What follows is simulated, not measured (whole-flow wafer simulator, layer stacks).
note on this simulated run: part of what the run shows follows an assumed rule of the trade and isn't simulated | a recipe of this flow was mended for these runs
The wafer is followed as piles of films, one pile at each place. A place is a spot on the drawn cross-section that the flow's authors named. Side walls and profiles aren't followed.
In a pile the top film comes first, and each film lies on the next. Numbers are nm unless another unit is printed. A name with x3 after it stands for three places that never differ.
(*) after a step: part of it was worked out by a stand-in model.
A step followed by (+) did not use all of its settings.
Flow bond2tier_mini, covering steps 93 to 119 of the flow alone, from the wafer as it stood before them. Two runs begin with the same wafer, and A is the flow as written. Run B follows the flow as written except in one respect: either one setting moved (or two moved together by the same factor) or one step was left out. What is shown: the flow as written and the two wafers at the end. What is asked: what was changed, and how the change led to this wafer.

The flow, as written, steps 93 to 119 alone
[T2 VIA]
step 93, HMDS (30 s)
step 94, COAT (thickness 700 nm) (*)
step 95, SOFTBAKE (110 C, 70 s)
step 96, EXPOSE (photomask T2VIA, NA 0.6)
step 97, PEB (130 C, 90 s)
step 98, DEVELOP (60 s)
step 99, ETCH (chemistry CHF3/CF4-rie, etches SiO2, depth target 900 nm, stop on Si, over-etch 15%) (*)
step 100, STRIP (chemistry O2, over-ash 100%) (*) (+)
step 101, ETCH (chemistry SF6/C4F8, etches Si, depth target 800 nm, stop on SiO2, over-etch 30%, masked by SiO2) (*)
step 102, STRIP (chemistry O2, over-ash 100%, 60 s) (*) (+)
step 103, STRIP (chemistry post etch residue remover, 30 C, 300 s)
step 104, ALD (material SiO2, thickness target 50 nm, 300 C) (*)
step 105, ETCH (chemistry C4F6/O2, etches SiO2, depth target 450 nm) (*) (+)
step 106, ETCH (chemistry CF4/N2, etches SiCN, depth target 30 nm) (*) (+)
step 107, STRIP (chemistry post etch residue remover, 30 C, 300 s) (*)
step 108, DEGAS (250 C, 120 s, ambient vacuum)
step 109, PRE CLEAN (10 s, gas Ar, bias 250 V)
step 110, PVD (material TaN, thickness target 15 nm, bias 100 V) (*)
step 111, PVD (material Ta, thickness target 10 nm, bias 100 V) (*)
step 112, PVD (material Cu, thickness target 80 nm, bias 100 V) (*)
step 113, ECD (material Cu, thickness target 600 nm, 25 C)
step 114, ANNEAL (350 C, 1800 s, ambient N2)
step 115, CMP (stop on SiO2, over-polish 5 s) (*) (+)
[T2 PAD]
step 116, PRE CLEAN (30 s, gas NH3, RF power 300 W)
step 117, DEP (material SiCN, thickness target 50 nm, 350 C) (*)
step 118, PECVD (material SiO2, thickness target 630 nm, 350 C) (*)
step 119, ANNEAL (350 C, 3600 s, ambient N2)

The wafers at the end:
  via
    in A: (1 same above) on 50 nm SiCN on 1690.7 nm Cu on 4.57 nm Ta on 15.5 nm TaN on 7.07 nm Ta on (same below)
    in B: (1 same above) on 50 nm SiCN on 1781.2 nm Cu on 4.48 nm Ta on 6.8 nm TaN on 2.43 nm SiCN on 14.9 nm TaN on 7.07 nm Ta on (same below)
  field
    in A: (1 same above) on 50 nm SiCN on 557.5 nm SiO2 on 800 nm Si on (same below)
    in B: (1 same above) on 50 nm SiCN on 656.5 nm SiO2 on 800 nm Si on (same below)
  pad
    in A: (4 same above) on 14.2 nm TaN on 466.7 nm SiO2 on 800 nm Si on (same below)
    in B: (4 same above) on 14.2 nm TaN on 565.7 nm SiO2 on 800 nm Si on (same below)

The reason: step 105, ETCH: depth target 351 nm was run, whereas the flow has depth target 450 nm.

Step by step, how the change led to this:
  step 105, ETCH (chemistry C4F6/O2, etches SiO2, depth target 450 nm) (*) (+)
      field, pad: A SiO2 loses 450 | B SiO2 loses 351
      via: A SiO2 loses 348.1 (all of it), SiCN loses 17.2 | B SiO2 loses 348.1 (all of it), SiCN loses 0.48
  step 106, ETCH (chemistry CF4/N2, etches SiCN, depth target 30 nm) (*) (+)
      via: A SiCN loses 17.6 (all of it), TaN loses 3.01 | B SiCN loses 30
  step 109, PRE CLEAN (10 s, gas Ar, bias 250 V)
      via: A TaN loses 3.19 | B SiCN loses 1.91
  step 110, PVD (material TaN, thickness target 15 nm, bias 100 V) (*)
      via: A TaN gains 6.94 | B TaN gains 6.8 (new film)
  step 112, PVD (material Cu, thickness target 80 nm, bias 100 V) (*)
      via: A Cu gains 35 (new film) | B Cu gains 34.2 (new film)
  step 113, ECD (material Cu, thickness target 600 nm, 25 C)
      via: A Cu gains 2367 | B Cu gains 2458.3
With metal films that touch counted as one body, via has 2 bodies (between them, from the top down: SiCN 2.43); the flow as written gives 1 body.
